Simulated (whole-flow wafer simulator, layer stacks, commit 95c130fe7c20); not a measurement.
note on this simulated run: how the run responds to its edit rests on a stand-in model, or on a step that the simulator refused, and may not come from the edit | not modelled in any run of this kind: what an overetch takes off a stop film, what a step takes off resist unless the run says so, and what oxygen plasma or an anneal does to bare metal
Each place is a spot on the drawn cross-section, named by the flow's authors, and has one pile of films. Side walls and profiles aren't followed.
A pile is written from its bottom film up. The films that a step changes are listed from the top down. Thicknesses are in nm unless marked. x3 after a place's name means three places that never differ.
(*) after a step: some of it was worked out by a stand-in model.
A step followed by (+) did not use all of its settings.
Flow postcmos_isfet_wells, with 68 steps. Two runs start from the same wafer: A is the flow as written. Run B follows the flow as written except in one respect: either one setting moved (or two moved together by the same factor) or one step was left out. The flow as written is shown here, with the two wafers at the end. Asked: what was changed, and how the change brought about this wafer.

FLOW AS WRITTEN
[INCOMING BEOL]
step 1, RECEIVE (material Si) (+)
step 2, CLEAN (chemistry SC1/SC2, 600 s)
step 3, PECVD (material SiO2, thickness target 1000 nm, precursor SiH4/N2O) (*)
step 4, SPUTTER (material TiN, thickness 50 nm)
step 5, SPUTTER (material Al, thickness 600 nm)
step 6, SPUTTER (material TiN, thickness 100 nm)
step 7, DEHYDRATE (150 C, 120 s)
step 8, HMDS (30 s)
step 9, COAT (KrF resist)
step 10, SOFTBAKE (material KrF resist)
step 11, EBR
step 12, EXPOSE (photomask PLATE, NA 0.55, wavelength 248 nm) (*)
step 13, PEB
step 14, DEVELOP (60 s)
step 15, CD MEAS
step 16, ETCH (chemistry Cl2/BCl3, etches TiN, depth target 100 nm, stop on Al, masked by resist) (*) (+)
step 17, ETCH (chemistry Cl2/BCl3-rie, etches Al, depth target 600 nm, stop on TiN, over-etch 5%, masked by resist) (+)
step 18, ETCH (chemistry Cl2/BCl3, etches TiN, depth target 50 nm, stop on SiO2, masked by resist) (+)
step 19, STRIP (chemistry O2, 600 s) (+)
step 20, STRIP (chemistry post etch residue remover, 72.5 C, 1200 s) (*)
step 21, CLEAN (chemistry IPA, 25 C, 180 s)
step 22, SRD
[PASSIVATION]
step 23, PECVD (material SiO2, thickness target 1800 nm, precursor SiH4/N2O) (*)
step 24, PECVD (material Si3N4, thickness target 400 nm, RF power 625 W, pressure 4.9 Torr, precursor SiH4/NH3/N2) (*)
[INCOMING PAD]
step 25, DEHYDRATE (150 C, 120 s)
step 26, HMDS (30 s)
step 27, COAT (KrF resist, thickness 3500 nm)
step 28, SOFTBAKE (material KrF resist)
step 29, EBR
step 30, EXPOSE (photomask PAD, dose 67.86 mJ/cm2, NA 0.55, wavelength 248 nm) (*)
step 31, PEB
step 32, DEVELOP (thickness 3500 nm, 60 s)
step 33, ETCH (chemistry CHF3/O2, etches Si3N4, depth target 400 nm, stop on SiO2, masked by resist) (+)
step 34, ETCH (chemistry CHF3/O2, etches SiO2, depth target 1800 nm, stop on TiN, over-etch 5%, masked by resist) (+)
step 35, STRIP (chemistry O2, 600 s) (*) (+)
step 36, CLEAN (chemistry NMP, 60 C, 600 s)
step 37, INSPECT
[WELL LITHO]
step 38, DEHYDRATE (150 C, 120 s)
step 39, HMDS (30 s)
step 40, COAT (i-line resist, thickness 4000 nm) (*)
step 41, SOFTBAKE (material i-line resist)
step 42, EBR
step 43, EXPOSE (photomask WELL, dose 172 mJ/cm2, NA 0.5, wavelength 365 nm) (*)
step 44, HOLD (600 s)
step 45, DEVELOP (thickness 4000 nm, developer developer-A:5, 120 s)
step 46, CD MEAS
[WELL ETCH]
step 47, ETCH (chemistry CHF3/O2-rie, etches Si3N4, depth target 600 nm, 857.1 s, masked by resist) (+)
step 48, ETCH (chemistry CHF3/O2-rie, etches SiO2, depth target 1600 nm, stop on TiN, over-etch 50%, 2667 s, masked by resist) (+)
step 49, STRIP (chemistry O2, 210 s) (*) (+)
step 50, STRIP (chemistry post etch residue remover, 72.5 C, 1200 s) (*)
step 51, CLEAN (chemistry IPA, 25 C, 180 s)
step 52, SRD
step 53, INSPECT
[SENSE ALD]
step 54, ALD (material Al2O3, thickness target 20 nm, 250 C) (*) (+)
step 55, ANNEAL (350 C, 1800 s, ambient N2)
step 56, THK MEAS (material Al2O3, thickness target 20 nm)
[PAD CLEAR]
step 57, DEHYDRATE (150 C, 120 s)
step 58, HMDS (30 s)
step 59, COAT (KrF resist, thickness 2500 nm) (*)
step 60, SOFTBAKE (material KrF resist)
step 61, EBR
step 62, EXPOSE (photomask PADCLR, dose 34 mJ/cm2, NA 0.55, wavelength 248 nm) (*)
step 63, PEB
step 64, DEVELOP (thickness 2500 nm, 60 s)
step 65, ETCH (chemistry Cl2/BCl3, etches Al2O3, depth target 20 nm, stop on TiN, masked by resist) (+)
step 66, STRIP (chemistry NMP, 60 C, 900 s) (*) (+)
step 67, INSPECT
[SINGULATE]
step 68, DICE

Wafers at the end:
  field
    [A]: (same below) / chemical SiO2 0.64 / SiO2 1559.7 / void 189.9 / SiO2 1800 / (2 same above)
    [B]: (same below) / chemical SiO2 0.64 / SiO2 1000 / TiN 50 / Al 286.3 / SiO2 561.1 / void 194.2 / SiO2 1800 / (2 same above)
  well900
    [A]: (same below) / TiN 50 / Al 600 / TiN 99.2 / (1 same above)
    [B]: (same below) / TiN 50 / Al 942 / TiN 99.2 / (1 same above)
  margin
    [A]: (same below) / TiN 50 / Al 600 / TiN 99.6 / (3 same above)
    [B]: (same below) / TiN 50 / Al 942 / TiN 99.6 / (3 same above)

What caused this: step 5, SPUTTER: thickness 942 nm was run, whereas the flow has thickness 600 nm.
The wafer lets one read it off: well900 has Al 942, and step 5 as written asks for 600 nm.

How this came from the change, step by step:
  step 5, SPUTTER (material Al, thickness 600 nm)
      field, margin, well900, well1300 x3, pad_rim, pad_clr, pad_open: A +600 Al (new film) | B +942 Al (new film)
  step 17, ETCH (chemistry Cl2/BCl3-rie, etches Al, depth target 600 nm, stop on TiN, over-etch 5%, masked by resist) (+)
      field: A -600 Al (all of it) | B -600 Al
  step 18, ETCH (chemistry Cl2/BCl3, etches TiN, depth target 50 nm, stop on SiO2, masked by resist) (+)
      field: A -50 TiN (all of it) | B -50 Al
  step 20, STRIP (chemistry post etch residue remover, 72.5 C, 1200 s) (*)
      field: A nothing | B -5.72 Al
  step 23, PECVD (material SiO2, thickness target 1800 nm, precursor SiH4/N2O) (*)
      field: A +1800 SiO2 (new film), +189.9 void (new film), +559.7 SiO2 | B +1800 SiO2 (new film), +194.2 void (new film), +561.1 SiO2 (new film)
With metal films that touch counted as one body, field has 1 body; the flow as written gives 0 bodies.
